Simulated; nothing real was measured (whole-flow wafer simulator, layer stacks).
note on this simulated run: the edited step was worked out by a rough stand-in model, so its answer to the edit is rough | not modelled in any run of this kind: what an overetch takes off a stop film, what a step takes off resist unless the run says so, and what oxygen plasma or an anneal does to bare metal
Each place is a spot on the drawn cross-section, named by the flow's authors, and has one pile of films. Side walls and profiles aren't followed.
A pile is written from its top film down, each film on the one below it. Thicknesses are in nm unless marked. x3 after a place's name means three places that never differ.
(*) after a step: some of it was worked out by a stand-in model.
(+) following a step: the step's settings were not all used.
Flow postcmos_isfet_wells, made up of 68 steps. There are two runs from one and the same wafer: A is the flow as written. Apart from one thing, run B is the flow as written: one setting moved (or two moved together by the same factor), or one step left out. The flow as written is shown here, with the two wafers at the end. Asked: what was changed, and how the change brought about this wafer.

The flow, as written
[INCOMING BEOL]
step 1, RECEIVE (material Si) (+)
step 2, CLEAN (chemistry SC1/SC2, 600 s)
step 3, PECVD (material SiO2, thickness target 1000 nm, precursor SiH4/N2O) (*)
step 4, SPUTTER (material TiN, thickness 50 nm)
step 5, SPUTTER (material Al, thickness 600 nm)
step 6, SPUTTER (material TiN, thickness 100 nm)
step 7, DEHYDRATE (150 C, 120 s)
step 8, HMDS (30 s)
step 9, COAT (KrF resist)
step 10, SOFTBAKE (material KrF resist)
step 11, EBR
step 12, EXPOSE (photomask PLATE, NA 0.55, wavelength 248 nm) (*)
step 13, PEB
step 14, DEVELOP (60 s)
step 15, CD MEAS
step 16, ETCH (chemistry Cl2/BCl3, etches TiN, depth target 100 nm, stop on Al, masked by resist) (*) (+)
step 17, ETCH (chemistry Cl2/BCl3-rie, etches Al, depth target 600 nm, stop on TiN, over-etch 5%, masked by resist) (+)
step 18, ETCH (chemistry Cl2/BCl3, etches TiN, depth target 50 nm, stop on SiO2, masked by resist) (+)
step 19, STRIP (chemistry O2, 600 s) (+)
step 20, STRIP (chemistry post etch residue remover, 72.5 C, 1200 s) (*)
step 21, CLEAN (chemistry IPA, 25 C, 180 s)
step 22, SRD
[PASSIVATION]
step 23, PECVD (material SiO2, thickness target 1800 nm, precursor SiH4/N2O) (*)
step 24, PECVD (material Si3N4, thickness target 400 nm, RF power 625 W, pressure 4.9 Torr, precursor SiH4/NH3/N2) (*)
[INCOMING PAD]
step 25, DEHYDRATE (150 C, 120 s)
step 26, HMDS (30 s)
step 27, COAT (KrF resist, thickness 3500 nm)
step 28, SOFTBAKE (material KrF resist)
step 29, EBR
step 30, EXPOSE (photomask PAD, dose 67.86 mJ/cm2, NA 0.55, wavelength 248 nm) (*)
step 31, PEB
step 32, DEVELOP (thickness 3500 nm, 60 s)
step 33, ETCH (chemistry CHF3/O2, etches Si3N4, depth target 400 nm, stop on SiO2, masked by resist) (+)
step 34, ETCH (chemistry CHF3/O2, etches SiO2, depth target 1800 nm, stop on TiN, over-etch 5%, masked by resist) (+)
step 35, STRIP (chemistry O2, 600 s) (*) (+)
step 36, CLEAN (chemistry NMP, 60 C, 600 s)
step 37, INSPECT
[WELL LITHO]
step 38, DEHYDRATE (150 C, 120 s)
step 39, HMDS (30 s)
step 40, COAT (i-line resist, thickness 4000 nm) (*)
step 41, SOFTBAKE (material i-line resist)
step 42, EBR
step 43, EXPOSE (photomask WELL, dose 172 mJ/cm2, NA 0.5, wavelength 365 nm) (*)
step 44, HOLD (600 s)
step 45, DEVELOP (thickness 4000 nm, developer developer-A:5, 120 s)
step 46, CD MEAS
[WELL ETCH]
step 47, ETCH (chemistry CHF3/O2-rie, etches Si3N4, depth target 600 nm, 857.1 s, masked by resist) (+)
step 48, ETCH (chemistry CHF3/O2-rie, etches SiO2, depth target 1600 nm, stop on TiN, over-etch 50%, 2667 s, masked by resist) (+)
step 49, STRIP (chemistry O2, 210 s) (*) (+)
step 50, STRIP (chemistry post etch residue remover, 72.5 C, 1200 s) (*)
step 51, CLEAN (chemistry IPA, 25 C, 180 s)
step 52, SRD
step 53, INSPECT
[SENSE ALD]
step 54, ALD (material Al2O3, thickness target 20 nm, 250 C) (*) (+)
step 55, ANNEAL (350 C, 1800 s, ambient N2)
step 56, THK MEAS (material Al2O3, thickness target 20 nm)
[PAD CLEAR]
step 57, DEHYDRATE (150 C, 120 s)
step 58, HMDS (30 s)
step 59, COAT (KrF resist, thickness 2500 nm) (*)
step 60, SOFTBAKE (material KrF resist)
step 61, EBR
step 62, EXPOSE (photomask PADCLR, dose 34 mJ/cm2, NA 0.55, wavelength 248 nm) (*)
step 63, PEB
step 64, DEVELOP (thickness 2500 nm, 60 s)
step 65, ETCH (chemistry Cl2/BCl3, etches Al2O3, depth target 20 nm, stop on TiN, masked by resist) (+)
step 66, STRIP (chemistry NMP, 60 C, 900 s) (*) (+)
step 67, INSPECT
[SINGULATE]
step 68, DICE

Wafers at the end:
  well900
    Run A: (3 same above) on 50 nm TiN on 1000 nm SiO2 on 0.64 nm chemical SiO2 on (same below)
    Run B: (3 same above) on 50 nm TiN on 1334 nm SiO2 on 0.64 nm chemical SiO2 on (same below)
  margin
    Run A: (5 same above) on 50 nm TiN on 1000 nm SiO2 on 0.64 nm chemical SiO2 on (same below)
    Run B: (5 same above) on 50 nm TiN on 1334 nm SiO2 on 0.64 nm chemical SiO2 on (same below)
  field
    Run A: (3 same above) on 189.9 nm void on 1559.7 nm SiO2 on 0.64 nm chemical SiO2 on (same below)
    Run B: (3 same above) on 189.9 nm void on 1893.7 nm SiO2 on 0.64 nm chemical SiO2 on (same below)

What caused this: step 3, PECVD: thickness target 1334 nm was run, whereas the flow has thickness target 1000 nm.
One can read it off the wafer: well900 has SiO2 1334, and step 3 as written asks for 1000 nm.

How this came from the change, step by step:
  step 3, PECVD (material SiO2, thickness target 1000 nm, precursor SiH4/N2O) (*)
      field, margin, well900, well1300 x3, pad_rim, pad_clr, pad_open: A SiO2 gains 1000 (new film) | B SiO2 gains 1334 (new film)
